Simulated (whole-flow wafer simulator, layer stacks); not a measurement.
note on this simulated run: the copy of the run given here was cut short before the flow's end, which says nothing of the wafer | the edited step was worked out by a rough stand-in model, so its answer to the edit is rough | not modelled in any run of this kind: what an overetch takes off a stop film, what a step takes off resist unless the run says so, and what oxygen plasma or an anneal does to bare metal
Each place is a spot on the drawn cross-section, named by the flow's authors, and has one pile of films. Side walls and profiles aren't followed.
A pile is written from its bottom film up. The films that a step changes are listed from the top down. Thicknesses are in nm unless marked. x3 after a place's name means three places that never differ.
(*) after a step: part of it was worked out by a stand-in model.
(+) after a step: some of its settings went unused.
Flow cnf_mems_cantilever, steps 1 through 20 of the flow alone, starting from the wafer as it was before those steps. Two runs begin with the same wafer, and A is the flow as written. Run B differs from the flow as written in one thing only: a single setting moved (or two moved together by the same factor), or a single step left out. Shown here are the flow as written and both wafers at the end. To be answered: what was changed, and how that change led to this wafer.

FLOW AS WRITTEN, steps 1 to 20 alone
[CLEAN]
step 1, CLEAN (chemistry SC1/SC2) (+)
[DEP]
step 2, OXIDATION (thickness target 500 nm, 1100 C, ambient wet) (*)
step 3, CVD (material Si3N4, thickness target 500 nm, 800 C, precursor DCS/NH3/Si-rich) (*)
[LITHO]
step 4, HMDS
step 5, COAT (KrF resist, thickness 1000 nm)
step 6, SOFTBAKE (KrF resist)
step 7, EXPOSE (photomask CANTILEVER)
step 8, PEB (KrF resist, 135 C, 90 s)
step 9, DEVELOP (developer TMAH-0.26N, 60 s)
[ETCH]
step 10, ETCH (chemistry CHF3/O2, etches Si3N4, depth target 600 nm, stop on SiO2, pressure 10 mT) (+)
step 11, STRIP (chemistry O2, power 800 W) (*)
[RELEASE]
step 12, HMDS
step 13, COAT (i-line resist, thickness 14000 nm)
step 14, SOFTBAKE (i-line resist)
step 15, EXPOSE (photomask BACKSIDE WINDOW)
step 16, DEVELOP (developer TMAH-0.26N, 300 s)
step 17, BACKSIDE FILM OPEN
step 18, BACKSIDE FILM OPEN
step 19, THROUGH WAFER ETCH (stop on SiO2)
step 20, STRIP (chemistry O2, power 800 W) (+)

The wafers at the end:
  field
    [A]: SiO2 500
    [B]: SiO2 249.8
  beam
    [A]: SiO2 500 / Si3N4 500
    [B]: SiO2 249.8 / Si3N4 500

The reason: step 2, OXIDATION: 990 C was run, whereas the flow has 1100 C.

How this came from the change, step by step:
  step 2, OXIDATION (thickness target 500 nm, 1100 C, ambient wet) (*)
      field, beam: A SiO2 gains 500 (new film), chemical SiO2 loses 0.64 (all of it), Si loses 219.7 | B SiO2 gains 249.8 (new film), chemical SiO2 loses 0.64 (all of it), Si loses 109.6
  step 19, THROUGH WAFER ETCH (stop on SiO2)
      field: A under 1 film: Si loses 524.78 um (all of it) | B under 1 film: Si loses 524.89 um (all of it)
      beam: A under 2 films: Si loses 524.78 um (all of it) | B under 2 films: Si loses 524.89 um (all of it)
